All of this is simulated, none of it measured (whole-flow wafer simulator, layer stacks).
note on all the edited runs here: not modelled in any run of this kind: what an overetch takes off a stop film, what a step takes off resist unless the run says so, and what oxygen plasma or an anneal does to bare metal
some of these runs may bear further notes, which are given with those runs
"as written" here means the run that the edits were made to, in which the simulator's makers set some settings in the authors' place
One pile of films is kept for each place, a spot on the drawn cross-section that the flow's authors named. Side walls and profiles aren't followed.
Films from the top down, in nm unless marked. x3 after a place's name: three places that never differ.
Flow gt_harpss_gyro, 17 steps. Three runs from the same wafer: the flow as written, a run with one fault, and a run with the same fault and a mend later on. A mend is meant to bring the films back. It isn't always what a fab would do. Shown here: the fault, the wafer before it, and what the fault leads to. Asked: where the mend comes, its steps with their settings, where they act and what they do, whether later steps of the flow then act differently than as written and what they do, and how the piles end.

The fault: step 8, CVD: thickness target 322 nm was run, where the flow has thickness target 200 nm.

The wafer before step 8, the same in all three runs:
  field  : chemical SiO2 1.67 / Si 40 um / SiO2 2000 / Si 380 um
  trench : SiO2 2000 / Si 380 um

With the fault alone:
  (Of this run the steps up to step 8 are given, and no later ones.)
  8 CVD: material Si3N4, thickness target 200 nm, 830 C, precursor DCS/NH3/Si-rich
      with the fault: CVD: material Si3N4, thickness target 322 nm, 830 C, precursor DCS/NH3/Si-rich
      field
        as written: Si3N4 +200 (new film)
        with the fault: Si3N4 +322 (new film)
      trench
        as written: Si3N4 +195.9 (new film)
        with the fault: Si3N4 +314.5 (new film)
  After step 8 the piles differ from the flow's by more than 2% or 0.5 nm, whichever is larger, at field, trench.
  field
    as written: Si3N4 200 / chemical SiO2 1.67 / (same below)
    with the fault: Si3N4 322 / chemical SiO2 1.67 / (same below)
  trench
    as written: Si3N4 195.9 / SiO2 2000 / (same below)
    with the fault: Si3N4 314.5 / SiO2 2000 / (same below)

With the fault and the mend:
  The mend comes after step 8.
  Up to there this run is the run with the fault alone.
  8a ETCH: chemistry h3po4, depth target 369.8 nm
      field
        Si3N4 -322 (all of it)
      trench
        Si3N4 -314.5 (all of it)
  8b CLEAN: chemistry SPM (the flow's step 1 once more)
      changes no film at any place that is followed
  8c CVD: material Si3N4, thickness target 200 nm, 830 C, precursor DCS/NH3/Si-rich (the flow's step 8 once more)
      field
        Si3N4 +200 (new film)
      trench
        Si3N4 +195.9 (new film)
  No later step of the flow acts differently than as written at any place that is followed.
  At the end the piles are the same as the flow's at every place that both follow.
